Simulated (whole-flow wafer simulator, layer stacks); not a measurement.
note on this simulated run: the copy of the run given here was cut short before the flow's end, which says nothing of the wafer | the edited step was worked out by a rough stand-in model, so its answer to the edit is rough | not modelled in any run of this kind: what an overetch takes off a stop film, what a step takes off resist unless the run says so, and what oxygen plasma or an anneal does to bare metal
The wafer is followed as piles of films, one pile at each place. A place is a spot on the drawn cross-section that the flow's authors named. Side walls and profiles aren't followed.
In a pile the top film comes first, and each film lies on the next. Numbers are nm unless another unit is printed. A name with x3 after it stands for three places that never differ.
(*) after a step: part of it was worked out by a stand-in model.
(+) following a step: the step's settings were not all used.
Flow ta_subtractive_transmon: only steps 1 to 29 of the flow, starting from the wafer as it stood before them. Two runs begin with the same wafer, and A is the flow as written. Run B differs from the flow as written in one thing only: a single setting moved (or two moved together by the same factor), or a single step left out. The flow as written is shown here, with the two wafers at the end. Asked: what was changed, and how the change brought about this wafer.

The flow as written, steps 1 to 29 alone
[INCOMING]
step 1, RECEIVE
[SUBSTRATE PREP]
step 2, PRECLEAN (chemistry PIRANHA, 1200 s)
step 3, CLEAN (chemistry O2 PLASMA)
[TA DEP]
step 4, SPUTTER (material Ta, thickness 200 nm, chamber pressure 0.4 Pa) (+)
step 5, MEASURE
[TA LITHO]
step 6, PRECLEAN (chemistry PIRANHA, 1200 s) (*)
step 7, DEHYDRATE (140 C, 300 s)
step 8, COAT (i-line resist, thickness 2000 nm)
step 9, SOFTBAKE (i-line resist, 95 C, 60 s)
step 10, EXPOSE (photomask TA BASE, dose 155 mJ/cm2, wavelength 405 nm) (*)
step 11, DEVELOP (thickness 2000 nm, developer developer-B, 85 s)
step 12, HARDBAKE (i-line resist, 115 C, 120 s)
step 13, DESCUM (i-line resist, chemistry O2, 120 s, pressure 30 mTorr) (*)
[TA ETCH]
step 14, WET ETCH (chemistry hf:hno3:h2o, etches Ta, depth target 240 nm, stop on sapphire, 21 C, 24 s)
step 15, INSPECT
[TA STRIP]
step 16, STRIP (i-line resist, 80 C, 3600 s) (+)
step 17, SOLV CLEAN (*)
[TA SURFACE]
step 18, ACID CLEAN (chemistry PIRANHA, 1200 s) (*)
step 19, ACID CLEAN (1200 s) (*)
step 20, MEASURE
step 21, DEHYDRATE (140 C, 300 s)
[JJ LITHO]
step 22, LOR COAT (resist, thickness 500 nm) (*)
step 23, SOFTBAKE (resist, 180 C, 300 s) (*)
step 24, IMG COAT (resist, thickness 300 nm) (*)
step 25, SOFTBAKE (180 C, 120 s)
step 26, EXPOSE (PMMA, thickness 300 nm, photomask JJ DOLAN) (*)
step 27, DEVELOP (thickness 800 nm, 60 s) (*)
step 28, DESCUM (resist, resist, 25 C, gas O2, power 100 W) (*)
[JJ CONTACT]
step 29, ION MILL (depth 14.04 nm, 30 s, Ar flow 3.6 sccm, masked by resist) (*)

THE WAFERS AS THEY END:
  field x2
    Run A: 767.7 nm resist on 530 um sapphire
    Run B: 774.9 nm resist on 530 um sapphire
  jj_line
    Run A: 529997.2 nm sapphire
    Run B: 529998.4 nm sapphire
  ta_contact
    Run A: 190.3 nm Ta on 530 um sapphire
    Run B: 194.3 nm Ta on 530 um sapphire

Cause: step 29, ION MILL: depth 8.001 nm was run, whereas the flow has depth 14.04 nm; step 29, ION MILL: 17.1 s was run, where the flow has 30 s.

The path from the change to this, step by step:
  step 29, ION MILL (depth 14.04 nm, 30 s, Ar flow 3.6 sccm, masked by resist) (*)
      field x2, ta_pad: A resist loses 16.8 | B resist loses 9.57
      jj_line, lead: A sapphire loses 2.8 | B sapphire loses 1.59
      (as well as at 1 more place)
